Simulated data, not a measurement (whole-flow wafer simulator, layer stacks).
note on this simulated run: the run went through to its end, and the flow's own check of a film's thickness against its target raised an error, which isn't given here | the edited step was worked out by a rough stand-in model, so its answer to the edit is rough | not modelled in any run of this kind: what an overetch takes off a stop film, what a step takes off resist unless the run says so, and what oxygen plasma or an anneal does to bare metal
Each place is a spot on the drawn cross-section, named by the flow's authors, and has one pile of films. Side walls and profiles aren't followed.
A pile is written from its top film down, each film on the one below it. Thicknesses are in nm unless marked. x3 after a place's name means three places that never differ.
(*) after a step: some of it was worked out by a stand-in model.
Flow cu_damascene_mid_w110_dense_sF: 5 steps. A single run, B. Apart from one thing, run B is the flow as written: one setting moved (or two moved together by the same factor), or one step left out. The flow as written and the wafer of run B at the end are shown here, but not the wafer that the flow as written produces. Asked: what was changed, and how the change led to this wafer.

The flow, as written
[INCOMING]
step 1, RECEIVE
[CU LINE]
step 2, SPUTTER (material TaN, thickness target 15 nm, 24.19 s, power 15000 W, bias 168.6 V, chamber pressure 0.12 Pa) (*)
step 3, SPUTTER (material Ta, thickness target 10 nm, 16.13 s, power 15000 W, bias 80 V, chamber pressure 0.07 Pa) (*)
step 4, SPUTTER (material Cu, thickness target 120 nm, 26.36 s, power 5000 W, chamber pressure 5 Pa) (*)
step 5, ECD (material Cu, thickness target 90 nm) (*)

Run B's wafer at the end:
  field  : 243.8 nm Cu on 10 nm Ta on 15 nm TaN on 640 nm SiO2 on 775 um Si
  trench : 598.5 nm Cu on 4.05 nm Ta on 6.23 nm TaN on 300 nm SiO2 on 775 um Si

What caused this: step 5, ECD: thickness target 123.8 nm was run, whereas the flow has thickness target 90 nm.

How this came from the change, step by step:
  step 5, ECD (material Cu, thickness target 90 nm) (*)
      field: Cu gains 123.8 (as written it would have been: Cu gains 90)
      trench: Cu gains 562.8 (as written it would have been: Cu gains 529)
